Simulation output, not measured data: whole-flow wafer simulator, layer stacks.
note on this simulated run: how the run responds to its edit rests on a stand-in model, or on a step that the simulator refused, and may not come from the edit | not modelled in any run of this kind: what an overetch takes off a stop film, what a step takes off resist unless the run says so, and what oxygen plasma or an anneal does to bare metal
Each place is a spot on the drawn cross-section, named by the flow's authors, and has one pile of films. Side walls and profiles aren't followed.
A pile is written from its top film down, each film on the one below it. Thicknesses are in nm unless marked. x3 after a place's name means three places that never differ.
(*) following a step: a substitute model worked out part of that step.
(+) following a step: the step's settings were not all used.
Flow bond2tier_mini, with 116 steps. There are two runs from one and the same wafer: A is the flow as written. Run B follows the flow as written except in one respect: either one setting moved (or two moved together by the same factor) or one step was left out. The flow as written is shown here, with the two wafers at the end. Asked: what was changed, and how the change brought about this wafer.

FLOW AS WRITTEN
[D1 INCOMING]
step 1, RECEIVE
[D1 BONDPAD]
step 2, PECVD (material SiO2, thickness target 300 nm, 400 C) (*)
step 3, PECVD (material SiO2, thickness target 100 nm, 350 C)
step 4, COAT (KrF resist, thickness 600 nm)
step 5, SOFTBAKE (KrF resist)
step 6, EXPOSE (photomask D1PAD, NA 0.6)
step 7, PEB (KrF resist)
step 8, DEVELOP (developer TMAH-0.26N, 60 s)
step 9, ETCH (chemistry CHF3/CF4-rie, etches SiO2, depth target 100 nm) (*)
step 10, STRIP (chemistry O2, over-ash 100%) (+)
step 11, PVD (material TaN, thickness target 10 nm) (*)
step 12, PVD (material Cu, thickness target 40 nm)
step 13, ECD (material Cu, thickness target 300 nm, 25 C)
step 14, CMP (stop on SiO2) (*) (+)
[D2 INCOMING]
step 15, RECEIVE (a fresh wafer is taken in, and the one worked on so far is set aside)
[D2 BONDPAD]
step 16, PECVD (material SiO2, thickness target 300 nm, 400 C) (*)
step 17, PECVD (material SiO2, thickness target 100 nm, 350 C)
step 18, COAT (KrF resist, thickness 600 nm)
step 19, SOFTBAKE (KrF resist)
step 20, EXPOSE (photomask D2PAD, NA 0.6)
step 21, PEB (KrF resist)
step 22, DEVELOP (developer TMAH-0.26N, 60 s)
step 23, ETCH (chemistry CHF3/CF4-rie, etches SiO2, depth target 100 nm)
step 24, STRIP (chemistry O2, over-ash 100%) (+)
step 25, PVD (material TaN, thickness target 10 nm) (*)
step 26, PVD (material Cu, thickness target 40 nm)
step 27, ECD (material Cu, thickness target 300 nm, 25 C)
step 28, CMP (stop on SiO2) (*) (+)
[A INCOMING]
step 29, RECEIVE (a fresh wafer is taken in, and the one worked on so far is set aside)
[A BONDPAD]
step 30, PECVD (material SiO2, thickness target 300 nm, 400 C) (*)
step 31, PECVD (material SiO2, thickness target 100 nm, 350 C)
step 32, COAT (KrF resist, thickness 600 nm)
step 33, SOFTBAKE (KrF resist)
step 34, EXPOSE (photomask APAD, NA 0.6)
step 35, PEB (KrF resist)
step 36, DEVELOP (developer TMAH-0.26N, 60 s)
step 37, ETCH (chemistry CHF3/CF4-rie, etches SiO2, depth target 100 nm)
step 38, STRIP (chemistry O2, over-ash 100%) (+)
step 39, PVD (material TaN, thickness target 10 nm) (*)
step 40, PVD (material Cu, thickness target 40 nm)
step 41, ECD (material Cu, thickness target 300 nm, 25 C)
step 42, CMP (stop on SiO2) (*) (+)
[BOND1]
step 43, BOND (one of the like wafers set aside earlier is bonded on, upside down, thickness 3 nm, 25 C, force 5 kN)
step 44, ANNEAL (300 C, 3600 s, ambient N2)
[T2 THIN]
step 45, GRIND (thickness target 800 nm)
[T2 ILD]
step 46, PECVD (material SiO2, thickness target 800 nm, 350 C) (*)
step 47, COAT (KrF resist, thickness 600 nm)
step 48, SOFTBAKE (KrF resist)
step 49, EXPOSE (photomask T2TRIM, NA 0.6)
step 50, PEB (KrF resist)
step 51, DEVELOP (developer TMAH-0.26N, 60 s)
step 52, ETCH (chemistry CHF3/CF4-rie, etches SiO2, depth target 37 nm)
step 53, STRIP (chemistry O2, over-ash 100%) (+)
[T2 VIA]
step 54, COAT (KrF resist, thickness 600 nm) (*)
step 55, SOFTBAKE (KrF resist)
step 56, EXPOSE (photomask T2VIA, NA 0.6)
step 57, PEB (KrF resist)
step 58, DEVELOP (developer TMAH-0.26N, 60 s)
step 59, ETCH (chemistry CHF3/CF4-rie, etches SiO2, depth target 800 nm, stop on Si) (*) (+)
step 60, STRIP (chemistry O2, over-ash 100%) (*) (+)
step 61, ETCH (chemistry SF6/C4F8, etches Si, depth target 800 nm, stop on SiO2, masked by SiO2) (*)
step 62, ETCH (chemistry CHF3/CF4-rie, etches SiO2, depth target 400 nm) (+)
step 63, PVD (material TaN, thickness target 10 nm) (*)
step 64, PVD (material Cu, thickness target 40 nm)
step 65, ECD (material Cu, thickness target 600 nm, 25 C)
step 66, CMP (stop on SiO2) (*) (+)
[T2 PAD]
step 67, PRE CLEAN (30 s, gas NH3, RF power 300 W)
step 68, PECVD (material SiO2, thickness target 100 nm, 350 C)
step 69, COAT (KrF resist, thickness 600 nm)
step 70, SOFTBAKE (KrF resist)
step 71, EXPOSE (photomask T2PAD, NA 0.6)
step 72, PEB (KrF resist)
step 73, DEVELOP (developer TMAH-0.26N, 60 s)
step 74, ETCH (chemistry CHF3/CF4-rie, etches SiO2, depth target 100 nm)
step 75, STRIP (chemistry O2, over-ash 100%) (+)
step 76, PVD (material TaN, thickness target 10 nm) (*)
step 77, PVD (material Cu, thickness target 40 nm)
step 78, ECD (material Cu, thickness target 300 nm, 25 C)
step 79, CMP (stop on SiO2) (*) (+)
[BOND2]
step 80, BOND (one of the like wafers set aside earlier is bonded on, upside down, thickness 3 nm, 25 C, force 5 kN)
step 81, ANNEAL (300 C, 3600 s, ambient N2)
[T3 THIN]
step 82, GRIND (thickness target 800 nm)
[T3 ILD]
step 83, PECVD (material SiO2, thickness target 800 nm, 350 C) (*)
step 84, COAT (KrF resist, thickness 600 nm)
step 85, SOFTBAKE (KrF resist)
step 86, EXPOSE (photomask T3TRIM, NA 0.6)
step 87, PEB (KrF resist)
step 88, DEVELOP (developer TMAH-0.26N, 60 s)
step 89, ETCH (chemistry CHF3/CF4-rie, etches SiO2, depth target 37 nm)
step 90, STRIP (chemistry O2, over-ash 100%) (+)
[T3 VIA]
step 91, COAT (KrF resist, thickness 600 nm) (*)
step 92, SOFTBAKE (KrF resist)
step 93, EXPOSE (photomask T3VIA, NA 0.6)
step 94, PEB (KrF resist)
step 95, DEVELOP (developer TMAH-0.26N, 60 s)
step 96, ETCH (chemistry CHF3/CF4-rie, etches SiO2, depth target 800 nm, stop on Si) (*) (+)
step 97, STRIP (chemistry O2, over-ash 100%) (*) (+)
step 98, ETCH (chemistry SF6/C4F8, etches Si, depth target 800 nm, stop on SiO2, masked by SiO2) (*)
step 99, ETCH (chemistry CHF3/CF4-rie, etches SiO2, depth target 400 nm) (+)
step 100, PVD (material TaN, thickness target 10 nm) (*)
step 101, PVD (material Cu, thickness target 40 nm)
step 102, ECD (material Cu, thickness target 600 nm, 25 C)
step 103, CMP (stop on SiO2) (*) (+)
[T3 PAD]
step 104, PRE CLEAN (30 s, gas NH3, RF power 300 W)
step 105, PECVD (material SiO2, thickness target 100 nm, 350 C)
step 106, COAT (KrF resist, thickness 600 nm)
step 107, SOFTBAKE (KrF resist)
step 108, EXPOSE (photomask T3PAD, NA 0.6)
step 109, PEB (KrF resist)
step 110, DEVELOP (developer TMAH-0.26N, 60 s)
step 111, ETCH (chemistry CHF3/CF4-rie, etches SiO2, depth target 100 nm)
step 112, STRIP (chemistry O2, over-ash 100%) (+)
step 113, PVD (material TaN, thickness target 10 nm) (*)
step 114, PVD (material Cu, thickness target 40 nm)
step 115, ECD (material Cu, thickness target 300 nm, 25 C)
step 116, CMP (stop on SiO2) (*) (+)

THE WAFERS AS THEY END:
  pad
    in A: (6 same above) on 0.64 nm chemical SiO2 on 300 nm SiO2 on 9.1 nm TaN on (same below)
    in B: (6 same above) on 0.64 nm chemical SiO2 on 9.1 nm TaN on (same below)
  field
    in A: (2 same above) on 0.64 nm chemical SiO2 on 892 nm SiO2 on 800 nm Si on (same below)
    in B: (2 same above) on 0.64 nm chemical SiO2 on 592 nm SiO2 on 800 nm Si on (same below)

What caused this: step 16, PECVD: material SiO2, thickness target 300 nm, 400 C (*), was omitted.

Step by step, how the change led to this:
  step 17, PECVD (material SiO2, thickness target 100 nm, 350 C)
      field, pad, via: A +100 SiO2 | B +100 SiO2 (new film)
  step 23, ETCH (chemistry CHF3/CF4-rie, etches SiO2, depth target 100 nm)
      pad, via: A -100 SiO2 | B -100 SiO2 (all of it)
  step 80, BOND (one of the like wafers set aside earlier is bonded on, upside down, thickness 3 nm, 25 C, force 5 kN)
      pad: A +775 um Si (new film), +0.64 chemical SiO2 (new film), +300 SiO2 (new film), +9.1 TaN (new film), +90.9 Cu | B +775 um Si (new film), +0.64 chemical SiO2 (new film), +9.1 TaN (new film), +90.9 Cu
      field: A +775 um Si (new film), +0.64 chemical SiO2 (new film), +400 SiO2 | B +775 um Si (new film), +0.64 chemical SiO2 (new film), +100 SiO2
